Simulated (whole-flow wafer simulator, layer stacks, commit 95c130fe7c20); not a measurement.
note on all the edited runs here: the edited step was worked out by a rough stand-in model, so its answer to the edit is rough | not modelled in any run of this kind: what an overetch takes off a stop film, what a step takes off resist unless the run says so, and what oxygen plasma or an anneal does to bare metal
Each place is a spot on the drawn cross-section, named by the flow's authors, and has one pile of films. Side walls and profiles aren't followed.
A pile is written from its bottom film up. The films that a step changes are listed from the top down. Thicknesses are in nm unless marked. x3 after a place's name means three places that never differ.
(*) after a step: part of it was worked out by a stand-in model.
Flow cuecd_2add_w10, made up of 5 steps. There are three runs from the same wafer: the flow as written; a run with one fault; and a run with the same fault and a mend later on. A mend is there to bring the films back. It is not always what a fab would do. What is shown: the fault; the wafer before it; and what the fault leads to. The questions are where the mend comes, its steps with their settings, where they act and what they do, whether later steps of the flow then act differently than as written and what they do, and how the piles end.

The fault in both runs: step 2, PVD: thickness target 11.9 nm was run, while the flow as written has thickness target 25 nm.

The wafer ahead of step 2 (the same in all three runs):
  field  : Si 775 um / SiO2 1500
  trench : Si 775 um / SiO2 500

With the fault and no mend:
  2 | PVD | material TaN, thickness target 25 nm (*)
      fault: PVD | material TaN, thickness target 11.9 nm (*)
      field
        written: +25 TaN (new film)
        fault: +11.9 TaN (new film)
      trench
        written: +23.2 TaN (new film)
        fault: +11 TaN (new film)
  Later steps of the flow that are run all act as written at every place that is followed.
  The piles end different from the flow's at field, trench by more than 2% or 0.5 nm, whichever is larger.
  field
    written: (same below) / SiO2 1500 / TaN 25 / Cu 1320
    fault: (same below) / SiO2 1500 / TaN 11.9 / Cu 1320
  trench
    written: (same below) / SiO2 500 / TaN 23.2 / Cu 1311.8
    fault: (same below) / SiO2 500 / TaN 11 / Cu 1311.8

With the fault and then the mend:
  The mend follows step 2.
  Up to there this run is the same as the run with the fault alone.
  2a | PVD | material TaN, thickness target 13.1 nm (*) (a further turn of the flow's step 2, with different settings)
      field
        +13.1 TaN
      trench
        +12.1 TaN
  Later steps of the flow that are run all act as written at every place that is followed.
  At every place that both follow, the piles at the end match the flow's.
